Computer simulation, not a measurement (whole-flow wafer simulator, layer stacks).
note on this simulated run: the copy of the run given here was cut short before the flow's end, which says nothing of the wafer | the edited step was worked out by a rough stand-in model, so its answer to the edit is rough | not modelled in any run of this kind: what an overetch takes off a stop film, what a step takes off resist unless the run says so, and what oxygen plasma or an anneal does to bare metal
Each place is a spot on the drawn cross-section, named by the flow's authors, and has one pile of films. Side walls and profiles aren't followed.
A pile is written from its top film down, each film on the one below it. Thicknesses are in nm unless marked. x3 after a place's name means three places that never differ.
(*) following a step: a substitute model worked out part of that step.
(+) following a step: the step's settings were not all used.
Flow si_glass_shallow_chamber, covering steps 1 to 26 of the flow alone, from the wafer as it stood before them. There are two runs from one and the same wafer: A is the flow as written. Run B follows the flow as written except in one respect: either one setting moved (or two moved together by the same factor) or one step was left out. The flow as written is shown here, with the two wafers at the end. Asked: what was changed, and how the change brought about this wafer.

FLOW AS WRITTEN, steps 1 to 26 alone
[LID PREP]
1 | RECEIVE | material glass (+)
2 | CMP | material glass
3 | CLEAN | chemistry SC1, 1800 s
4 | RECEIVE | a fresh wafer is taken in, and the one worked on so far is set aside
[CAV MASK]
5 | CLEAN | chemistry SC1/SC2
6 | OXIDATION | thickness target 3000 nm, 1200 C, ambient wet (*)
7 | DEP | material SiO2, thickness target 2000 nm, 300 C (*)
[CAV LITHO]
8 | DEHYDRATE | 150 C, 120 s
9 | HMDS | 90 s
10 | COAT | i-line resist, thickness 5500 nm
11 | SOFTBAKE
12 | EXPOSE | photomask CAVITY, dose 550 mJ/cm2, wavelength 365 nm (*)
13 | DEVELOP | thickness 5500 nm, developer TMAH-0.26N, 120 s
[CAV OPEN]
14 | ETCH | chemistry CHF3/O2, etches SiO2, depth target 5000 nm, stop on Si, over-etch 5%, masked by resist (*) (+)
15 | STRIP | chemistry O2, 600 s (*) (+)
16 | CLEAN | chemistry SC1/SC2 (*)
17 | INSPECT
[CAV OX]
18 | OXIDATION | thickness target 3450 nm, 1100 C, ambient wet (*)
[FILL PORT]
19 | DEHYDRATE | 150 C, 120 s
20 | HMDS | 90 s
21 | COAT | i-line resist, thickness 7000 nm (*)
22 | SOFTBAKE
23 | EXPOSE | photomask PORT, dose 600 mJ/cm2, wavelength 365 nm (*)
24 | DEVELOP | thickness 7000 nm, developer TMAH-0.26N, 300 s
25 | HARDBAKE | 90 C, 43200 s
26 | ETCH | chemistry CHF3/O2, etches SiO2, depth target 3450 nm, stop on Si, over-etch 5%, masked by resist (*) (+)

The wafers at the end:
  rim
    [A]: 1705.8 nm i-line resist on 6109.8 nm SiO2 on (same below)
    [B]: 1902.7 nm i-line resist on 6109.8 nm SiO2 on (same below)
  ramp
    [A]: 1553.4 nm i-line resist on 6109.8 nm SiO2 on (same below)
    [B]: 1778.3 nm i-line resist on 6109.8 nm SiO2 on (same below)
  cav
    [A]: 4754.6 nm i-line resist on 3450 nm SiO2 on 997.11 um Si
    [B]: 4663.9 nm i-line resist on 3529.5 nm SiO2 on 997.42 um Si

What caused this: step 14, ETCH: depth target 4125 nm was run, whereas the flow has depth target 5000 nm.

The path from the change to this, step by step:
  14 | ETCH | chemistry CHF3/O2, etches SiO2, depth target 5000 nm, stop on Si, over-etch 5%, masked by resist (*) (+)
      cav, port: A SiO2 loses 5000 (all of it), Si loses 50 | B SiO2 loses 4331.2
      rim, ramp, septum, ring: A i-line resist loses 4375 | B i-line resist loses 3609.4
  15 | STRIP | chemistry O2, 600 s (*) (+)
      cav, port: A chemical SiO2 gains 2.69 (new film), Si loses 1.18 | B nothing
      rim, ramp, septum, ring: A i-line resist loses 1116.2 (all of it) | B i-line resist loses 1881.8 (all of it)
  18 | OXIDATION | thickness target 3450 nm, 1100 C, ambient wet (*)
      cav, port: A SiO2 gains 3450 (new film), chemical SiO2 loses 2.69 (all of it), Si loses 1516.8 | B SiO2 gains 2860.7, Si loses 1258.7
  21 | COAT | i-line resist, thickness 7000 nm (*)
      rim: A i-line resist gains 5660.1 (new film) | B i-line resist gains 5794.3 (new film)
      ramp: A i-line resist gains 5087.8 (new film) | B i-line resist gains 5273.7 (new film)
  22 | SOFTBAKE
      rim: A i-line resist loses 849 | B i-line resist loses 779
      ramp: A i-line resist loses 434.5 | B i-line resist loses 387.4
      (as well as at 4 more places)
  25 | HARDBAKE | 90 C, 43200 s
      rim: A i-line resist loses 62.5 | B i-line resist loses 69.8
      ramp: A i-line resist loses 57.1 | B i-line resist loses 65.1
      (as well as at 1 more place)
  26 | ETCH | chemistry CHF3/O2, etches SiO2, depth target 3450 nm, stop on Si, over-etch 5%, masked by resist (*) (+)
      port: A SiO2 loses 3450 (all of it), Si loses 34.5 | B SiO2 loses 3529.5 (all of it), Si loses 18.6
